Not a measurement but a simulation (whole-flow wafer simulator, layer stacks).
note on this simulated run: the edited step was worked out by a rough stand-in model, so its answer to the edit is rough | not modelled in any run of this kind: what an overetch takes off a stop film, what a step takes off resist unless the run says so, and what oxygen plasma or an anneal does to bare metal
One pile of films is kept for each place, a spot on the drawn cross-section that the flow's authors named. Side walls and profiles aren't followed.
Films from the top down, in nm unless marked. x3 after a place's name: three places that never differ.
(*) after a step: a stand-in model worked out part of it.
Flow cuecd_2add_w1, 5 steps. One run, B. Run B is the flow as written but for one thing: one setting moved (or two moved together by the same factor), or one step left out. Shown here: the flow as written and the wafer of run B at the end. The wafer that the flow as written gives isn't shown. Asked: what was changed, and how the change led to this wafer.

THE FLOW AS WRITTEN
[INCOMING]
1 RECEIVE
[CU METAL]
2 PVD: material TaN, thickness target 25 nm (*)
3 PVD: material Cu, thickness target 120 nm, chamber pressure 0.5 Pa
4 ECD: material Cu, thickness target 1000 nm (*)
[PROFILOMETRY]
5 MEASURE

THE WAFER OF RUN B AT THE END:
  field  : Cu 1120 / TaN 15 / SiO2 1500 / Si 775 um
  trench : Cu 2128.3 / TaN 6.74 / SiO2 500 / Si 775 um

The cause: step 2, PVD: thickness target 15 nm was run, where the flow has thickness target 25 nm.
It can be read off the wafer: field has TaN 15, and step 2 as written asks for 25 nm.

How the change led to this, step by step:
  2 PVD: material TaN, thickness target 25 nm (*)
      field: TaN +15 (new film) (as written it would be: TaN +25 (new film))
      trench: TaN +6.74 (new film) (as written it would be: TaN +11.2 (new film))
